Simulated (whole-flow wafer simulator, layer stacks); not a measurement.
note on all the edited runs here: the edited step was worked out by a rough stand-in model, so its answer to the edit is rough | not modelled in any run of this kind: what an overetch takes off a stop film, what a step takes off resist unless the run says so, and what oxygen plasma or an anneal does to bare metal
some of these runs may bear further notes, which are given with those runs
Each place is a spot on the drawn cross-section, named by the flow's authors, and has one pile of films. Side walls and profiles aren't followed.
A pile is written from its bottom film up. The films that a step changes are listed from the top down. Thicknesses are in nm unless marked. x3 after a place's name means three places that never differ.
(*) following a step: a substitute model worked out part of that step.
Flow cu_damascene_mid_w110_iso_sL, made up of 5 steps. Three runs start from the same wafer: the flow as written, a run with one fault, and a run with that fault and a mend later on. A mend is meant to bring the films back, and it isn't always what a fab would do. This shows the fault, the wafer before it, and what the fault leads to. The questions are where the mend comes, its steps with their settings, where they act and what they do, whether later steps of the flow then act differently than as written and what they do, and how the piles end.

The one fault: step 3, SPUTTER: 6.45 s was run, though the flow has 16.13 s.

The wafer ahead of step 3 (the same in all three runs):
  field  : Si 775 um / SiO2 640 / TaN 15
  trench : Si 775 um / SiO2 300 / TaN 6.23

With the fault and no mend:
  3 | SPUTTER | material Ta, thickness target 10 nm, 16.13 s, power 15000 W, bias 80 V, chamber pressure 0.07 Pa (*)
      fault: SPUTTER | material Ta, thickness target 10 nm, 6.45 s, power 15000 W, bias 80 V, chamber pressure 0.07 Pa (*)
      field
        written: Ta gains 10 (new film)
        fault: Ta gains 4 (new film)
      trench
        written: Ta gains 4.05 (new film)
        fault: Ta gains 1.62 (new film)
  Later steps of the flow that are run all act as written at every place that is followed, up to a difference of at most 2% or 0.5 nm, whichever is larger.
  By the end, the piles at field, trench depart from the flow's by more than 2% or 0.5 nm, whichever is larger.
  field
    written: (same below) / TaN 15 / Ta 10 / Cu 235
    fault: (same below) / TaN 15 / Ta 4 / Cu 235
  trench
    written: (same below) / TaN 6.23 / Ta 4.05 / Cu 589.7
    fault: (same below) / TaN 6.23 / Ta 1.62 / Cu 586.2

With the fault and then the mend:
  After step 3 comes the mend.
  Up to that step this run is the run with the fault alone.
  3a | SPUTTER | material Ta, thickness target 10 nm, 9.68 s, power 15000 W, bias 80 V, chamber pressure 0.07 Pa (*) (a further turn of the flow's step 3, with different settings)
      field
        Ta gains 6
      trench
        Ta gains 2.39
  Later steps of the flow that are run all act as written at every place that is followed.
  The piles end only slightly different from the flow's at the places that both follow, by no more than 2% or 0.5 nm, whichever is larger.
